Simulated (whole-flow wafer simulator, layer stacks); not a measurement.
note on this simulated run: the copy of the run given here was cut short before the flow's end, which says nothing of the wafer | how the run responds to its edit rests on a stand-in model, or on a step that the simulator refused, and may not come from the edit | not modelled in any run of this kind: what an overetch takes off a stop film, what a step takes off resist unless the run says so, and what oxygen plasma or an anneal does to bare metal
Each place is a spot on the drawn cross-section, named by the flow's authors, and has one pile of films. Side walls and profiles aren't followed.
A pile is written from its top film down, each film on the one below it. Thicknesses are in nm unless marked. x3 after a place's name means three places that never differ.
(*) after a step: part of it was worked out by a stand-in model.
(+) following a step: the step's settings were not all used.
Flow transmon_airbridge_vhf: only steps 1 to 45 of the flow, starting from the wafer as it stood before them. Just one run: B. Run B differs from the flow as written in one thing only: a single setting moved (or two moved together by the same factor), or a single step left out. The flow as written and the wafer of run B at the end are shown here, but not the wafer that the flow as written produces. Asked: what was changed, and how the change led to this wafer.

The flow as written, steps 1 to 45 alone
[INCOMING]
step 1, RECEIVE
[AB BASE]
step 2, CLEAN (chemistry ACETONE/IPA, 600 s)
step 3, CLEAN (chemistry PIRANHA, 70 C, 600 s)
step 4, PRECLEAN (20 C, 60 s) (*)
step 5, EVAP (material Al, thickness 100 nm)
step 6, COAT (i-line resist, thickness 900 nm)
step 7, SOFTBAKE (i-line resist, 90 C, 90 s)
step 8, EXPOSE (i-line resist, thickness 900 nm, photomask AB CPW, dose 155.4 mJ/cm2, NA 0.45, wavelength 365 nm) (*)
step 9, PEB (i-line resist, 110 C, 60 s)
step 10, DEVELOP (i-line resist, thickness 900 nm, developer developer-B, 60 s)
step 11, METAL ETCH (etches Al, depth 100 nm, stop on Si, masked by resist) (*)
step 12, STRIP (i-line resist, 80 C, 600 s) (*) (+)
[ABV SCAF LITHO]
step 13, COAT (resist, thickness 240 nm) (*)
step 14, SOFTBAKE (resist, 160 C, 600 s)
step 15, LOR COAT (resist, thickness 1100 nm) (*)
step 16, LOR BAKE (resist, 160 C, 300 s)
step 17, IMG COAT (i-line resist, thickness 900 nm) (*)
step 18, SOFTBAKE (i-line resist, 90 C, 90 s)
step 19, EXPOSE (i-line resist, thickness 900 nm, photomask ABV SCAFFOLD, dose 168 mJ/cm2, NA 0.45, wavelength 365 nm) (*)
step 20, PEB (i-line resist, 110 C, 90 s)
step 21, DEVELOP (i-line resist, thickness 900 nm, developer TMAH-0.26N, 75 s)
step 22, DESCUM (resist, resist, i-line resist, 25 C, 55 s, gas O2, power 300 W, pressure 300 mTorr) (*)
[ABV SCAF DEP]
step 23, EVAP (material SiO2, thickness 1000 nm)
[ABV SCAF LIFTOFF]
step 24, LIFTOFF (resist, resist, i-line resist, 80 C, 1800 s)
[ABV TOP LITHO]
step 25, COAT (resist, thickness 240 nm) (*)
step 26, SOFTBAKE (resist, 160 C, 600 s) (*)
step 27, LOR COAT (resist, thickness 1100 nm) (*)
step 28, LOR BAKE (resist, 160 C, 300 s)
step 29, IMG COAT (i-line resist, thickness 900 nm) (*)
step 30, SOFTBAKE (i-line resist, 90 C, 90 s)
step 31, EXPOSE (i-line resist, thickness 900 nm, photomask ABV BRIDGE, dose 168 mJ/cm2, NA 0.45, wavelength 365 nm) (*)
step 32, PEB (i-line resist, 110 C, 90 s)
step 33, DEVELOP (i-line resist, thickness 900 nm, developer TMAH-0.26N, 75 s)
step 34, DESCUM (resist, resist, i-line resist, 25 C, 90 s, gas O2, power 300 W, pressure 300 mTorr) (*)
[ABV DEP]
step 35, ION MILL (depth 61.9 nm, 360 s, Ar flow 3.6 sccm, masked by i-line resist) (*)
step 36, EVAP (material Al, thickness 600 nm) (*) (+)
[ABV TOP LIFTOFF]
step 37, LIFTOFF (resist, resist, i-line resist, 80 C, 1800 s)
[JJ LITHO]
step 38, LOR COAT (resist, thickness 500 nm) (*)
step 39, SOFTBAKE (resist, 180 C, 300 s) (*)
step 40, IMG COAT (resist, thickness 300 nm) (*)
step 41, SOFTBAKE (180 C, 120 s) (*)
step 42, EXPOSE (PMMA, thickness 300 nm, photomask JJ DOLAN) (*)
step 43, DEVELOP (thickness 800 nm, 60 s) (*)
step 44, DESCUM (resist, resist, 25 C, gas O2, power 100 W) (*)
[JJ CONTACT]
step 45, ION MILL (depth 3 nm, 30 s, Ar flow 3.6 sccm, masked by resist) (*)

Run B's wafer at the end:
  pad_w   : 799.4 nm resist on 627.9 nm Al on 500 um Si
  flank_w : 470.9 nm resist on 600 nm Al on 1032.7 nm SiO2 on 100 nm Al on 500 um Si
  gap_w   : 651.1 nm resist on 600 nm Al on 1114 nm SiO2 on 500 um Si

The reason: step 23, EVAP: thickness 1150 nm was run, while the flow as written has thickness 1000 nm.

Step by step, how the change led to this:
  step 23, EVAP (material SiO2, thickness 1000 nm)
      field x3, jj_line, ground_far and 10 more: +1150 SiO2 (new film) (in the flow as written it would be: +1000 SiO2 (new film))
      flank_w, flank_e: +1068.7 SiO2 (new film) (in the flow as written it would be: +929.3 SiO2 (new film))
  step 24, LIFTOFF (resist, resist, i-line resist, 80 C, 1800 s)
      field x3, jj_line, trace_open_s x2: -1150 SiO2 (all of it), -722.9 i-line resist (all of it), -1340 resist (all of it) (in the flow as written it would be: -1000 SiO2 (all of it), -722.9 i-line resist (all of it), -1340 resist (all of it))
      pad_w, pad_e: -1150 SiO2 (all of it), -718 i-line resist (all of it), -1330.2 resist (all of it) (in the flow as written it would be: -1000 SiO2 (all of it), -718 i-line resist (all of it), -1330.2 resist (all of it))
      (as well as at 1 more place)
  step 25, COAT (resist, thickness 240 nm) (*)
      flank_w, flank_e: +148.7 resist (new film) (in the flow as written it would be: +152.6 resist (new film))
      gap_w, gap_e: +204.3 resist (new film) (in the flow as written it would be: +210.7 resist (new film))
      (as well as at 5 more places)
  step 27, LOR COAT (resist, thickness 1100 nm) (*)
      gap_w, gap_e: +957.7 resist (in the flow as written it would be: +977.8 resist)
      margin_s, margin_n: +789.4 resist (in the flow as written it would be: +823.4 resist)
      (as well as at 3 more places)
  step 29, IMG COAT (i-line resist, thickness 900 nm) (*)
      gap_w, gap_e: +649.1 i-line resist (new film) (in the flow as written it would be: +681.7 i-line resist (new film))
      margin_s, margin_n: +555.6 i-line resist (new film) (in the flow as written it would be: +603.2 i-line resist (new film))
      (as well as at 4 more places)
  step 32, PEB (i-line resist, 110 C, 90 s)
      flank_w, flank_e: -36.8 i-line resist (in the flow as written it would be: -38.3 i-line resist)
      gap_w, gap_e: -33 i-line resist (in the flow as written it would be: -34.7 i-line resist)
      (as well as at 4 more places)
  step 33, DEVELOP (i-line resist, thickness 900 nm, developer TMAH-0.26N, 75 s)
      gap_w, gap_e: -616.1 i-line resist (all of it), -957.7 resist (in the flow as written it would be: -646.9 i-line resist (all of it), -977.8 resist)
      flank_w: -684.3 i-line resist (all of it), -787.1 resist (in the flow as written it would be: -710.9 i-line resist (all of it), -822.6 resist)
      (as well as at 3 more places)
  step 34, DESCUM (resist, resist, i-line resist, 25 C, 90 s, gas O2, power 300 W, pressure 300 mTorr) (*)
      flank_w, flank_e: -148.7 resist (all of it) (in the flow as written it would be: -152.6 resist (all of it))
      gap_w, gap_e: -204.3 resist (all of it) (in the flow as written it would be: -210.7 resist (all of it))
      (as well as at 3 more places)
  step 37, LIFTOFF (resist, resist, i-line resist, 80 C, 1800 s)
      margin_s, margin_n: -600 Al (all of it), -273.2 i-line resist (all of it), -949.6 resist (all of it) (in the flow as written it would be: -600 Al (all of it), -318.3 i-line resist (all of it), -992 resist (all of it))
      ground_far: -600 Al (all of it), -736.2 i-line resist (all of it), -1389.1 resist (all of it) (in the flow as written it would be: -600 Al (all of it), -717.9 i-line resist (all of it), -1384.9 resist (all of it))
  step 38, LOR COAT (resist, thickness 500 nm) (*)
      flank_w, flank_e: +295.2 resist (new film) (in the flow as written it would be: +306.5 resist (new film))
      margin_s, margin_n: +434.5 resist (new film) (in the flow as written it would be: +445.3 resist (new film))
  step 40, IMG COAT (resist, thickness 300 nm) (*)
      flank_w, flank_e: +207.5 resist (in the flow as written it would be: +212.1 resist)
      gap_w, gap_e: +239.3 resist (in the flow as written it would be: +245.7 resist)
      (as well as at 4 more places)
